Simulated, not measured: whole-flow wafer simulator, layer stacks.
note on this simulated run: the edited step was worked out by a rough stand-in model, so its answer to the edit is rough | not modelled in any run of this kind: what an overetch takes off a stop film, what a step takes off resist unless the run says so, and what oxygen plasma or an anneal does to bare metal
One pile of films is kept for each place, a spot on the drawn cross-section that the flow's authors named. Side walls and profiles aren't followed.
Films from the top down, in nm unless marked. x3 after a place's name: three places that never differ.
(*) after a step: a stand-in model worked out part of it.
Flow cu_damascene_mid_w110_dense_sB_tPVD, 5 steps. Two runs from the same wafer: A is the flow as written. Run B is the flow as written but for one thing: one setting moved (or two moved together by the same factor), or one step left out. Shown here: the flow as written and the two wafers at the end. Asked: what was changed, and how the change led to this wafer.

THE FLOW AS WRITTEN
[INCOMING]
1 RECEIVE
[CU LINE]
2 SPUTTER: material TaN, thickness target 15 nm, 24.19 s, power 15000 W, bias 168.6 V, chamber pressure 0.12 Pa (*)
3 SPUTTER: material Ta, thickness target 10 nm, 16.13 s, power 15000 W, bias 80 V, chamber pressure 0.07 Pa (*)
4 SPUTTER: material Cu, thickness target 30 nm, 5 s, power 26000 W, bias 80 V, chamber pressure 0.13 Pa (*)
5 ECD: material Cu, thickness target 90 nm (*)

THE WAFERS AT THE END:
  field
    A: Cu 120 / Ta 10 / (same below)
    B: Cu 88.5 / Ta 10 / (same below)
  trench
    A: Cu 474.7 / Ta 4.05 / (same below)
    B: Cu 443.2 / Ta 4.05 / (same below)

The cause: step 5, ECD: thickness target 58.5 nm was run, where the flow has thickness target 90 nm.

How the change led to this, step by step:
  5 ECD: material Cu, thickness target 90 nm (*)
      field: A Cu +90 | B Cu +58.5
      trench: A Cu +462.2 | B Cu +430.7
